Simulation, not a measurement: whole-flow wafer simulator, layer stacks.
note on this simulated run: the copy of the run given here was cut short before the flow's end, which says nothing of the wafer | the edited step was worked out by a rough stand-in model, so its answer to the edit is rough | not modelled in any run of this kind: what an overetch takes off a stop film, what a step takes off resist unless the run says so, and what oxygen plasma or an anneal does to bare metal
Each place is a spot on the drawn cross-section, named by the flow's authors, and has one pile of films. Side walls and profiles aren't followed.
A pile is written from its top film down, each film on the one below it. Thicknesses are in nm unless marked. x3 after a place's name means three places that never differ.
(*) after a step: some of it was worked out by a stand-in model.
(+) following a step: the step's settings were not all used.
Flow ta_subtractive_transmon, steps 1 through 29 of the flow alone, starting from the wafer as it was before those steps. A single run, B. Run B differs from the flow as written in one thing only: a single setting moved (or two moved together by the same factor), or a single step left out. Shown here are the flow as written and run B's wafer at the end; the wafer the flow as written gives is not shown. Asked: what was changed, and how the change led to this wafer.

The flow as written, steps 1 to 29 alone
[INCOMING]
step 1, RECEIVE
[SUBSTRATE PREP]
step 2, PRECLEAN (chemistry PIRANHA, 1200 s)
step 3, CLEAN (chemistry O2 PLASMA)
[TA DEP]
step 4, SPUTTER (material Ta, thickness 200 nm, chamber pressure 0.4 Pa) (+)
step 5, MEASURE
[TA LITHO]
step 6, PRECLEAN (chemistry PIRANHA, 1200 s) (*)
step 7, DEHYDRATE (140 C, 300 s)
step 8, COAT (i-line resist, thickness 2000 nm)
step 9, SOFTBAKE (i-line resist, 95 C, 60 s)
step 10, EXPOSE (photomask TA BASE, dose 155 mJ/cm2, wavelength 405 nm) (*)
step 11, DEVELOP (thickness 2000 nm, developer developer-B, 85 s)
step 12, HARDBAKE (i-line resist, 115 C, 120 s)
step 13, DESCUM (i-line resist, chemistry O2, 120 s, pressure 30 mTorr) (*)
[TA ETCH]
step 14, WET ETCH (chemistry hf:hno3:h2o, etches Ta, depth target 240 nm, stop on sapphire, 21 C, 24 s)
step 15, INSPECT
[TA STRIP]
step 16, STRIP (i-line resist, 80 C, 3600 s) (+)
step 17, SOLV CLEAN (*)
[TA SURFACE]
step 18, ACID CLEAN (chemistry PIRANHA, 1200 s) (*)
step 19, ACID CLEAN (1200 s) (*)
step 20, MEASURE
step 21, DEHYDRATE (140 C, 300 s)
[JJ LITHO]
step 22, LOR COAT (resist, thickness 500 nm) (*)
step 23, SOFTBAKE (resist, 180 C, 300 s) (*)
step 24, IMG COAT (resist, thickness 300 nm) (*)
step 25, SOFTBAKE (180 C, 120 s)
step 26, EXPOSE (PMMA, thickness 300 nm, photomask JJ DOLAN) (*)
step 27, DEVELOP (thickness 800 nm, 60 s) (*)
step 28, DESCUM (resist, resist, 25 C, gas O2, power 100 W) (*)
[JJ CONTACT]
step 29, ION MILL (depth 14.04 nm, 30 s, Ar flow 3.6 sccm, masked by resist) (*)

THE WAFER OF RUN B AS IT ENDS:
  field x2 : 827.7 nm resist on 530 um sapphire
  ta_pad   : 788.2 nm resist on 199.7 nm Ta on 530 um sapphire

What caused this: step 24, IMG COAT: thickness 360 nm was run, whereas the flow has thickness 300 nm.

Step by step, how the change led to this:
  step 24, IMG COAT (resist, thickness 300 nm) (*)
      field x2, jj_line: resist gains 360 (as written it would have been: resist gains 300)
      lead: resist gains 374.4 (as written it would have been: resist gains 312.6)
      (and at 2 other places as well)
  step 27, DEVELOP (thickness 800 nm, 60 s) (*)
      jj_line: resist loses 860 (all of it) (as written it would have been: resist loses 800 (all of it))
      lead: resist loses 929.2 (all of it) (as written it would have been: resist loses 867.4 (all of it))
      (and at 1 other place as well)
